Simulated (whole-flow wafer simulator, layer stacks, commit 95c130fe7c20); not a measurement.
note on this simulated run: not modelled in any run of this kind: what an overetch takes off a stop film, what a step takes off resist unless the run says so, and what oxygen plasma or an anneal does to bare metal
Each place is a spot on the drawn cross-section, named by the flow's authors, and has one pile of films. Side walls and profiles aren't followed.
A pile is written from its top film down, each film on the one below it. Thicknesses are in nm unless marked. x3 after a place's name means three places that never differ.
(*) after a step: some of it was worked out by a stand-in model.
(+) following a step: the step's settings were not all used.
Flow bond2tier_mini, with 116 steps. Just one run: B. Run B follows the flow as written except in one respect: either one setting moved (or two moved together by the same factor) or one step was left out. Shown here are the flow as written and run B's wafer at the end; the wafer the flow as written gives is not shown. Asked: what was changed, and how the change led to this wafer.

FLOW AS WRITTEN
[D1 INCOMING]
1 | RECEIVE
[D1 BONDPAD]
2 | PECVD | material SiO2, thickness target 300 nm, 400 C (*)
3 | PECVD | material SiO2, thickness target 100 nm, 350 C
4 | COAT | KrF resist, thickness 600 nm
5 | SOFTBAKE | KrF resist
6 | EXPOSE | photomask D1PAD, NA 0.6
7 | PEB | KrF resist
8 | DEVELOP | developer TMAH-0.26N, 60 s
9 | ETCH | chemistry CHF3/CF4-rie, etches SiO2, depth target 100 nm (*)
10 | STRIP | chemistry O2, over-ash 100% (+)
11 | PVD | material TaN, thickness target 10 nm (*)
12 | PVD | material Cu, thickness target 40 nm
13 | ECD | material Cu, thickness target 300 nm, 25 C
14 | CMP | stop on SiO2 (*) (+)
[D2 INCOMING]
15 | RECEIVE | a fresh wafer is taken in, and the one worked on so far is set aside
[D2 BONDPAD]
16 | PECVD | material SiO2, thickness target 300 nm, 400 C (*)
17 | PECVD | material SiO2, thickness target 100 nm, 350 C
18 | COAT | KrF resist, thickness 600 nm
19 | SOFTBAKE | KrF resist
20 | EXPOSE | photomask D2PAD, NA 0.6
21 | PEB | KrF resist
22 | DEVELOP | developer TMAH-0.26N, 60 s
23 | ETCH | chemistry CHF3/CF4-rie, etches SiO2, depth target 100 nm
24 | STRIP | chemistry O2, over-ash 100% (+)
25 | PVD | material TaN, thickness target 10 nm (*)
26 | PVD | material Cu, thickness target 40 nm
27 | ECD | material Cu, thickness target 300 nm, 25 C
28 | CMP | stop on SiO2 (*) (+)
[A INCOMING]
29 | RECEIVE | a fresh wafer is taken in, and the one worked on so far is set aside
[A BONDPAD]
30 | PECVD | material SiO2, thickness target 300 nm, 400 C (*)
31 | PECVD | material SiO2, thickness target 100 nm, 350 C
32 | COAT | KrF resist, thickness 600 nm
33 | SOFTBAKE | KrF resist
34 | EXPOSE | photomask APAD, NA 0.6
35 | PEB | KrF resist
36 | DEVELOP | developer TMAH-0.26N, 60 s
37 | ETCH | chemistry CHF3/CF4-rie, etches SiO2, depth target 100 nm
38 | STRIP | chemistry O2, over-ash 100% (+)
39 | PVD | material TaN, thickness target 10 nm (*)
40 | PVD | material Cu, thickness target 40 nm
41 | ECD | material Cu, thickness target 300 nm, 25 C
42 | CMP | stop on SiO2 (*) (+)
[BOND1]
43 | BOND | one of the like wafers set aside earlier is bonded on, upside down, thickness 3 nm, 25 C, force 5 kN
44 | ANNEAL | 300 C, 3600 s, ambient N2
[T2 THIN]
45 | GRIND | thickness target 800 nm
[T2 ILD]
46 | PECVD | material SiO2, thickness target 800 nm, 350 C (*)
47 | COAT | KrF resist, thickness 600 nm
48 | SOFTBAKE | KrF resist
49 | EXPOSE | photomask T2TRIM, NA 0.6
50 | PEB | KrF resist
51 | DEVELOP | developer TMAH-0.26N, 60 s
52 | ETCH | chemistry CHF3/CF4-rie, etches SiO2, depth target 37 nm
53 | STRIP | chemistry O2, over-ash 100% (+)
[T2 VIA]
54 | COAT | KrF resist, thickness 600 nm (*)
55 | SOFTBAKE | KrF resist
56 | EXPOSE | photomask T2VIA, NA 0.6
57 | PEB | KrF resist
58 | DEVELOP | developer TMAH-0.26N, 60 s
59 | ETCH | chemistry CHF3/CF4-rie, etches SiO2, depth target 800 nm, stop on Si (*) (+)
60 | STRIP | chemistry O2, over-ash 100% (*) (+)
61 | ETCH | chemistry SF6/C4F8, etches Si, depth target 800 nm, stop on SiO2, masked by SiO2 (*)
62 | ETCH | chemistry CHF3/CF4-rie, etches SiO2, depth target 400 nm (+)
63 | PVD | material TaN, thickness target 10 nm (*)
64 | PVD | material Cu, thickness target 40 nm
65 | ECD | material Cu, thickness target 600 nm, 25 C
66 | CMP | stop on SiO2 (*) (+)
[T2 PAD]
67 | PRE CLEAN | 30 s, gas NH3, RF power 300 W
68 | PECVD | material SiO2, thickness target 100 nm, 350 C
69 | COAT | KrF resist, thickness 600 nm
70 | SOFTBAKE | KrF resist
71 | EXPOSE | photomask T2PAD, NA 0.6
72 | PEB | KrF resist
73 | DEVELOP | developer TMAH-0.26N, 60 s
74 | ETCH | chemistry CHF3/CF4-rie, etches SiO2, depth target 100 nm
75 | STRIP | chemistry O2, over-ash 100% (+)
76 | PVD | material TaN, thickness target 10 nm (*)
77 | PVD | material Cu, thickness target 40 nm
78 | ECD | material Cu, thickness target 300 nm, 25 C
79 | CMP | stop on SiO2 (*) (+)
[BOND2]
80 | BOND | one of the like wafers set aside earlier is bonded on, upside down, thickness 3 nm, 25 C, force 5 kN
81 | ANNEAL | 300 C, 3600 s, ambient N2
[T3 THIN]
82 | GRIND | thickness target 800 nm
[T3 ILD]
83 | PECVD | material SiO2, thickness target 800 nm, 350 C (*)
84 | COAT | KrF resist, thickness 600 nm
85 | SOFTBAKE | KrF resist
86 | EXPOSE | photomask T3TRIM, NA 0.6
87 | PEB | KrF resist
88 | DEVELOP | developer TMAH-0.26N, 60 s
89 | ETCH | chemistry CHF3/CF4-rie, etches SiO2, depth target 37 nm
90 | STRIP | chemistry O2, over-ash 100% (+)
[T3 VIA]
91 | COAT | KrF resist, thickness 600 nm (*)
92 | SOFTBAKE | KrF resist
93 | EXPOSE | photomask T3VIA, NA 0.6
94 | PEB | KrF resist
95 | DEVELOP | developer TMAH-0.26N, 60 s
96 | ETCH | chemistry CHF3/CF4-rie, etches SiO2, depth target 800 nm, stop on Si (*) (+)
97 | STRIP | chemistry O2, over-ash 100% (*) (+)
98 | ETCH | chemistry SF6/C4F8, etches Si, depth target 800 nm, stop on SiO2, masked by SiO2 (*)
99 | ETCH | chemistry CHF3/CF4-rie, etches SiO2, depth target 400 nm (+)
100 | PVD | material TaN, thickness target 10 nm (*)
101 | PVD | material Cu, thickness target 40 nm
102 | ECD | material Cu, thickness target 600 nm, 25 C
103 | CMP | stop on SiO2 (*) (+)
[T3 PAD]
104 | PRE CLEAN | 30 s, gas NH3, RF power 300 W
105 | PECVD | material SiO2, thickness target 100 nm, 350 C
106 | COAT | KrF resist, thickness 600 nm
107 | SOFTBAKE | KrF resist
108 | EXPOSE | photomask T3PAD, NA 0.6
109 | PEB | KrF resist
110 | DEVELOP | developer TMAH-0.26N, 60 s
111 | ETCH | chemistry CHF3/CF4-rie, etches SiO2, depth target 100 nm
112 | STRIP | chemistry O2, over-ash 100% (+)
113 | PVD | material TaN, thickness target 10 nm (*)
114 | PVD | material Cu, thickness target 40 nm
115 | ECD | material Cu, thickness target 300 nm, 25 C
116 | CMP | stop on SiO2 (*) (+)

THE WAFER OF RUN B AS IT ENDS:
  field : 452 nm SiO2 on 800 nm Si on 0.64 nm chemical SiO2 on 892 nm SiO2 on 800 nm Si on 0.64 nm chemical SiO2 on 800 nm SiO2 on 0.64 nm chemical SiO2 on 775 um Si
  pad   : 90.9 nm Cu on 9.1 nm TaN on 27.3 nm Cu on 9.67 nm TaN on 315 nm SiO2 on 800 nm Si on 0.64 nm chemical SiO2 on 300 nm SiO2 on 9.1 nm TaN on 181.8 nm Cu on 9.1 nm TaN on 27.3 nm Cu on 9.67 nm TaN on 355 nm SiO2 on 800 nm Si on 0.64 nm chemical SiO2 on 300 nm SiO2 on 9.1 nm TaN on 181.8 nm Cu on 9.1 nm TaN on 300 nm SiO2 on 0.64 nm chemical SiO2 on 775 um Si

The reason: step 99, ETCH: depth target 440 nm was run, whereas the flow has depth target 400 nm.

The path from the change to this, step by step:
  99 | ETCH | chemistry CHF3/CF4-rie, etches SiO2, depth target 400 nm (+)
      field, pad: -440 SiO2 (in the flow as written it would be: -400 SiO2)
